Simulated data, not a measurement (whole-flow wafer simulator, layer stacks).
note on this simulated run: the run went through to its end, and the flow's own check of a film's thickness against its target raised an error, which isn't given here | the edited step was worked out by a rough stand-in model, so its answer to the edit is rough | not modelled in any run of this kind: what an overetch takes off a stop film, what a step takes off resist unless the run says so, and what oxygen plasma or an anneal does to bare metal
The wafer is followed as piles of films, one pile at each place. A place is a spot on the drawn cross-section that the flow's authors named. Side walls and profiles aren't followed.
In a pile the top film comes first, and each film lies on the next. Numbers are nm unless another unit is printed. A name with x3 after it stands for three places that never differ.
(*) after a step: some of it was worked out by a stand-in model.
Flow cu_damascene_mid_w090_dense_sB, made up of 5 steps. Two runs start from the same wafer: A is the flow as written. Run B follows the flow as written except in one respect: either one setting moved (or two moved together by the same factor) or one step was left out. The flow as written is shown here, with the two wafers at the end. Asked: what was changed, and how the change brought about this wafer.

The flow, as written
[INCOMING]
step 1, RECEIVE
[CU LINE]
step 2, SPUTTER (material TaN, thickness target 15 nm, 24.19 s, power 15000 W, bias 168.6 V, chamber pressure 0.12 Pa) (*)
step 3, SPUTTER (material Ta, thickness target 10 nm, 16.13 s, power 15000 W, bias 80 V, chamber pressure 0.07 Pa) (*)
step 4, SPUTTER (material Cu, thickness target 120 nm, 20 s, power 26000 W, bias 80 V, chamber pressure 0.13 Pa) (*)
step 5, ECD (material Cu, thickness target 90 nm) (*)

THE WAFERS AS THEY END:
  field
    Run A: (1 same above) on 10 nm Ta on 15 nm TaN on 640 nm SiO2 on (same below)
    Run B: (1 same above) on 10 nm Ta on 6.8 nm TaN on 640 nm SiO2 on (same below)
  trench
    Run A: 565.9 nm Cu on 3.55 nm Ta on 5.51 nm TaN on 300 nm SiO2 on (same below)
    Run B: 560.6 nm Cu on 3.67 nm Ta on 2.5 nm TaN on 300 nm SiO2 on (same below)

The reason: step 2, SPUTTER: thickness target 6.8 nm was run, while the flow as written has thickness target 15 nm; step 2, SPUTTER: 10.89 s was run, where the flow has 24.19 s.
The wafer lets one read it off: field has TaN 6.8, and step 2 as written asks for 15 nm.

How this came from the change, step by step:
  step 2, SPUTTER (material TaN, thickness target 15 nm, 24.19 s, power 15000 W, bias 168.6 V, chamber pressure 0.12 Pa) (*)
      field: A TaN gains 15 (new film) | B TaN gains 6.8 (new film)
      trench: A TaN gains 5.51 (new film) | B TaN gains 2.5 (new film)
  step 4, SPUTTER (material Cu, thickness target 120 nm, 20 s, power 26000 W, bias 80 V, chamber pressure 0.13 Pa) (*)
      trench: A Cu gains 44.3 (new film) | B Cu gains 45.6 (new film)
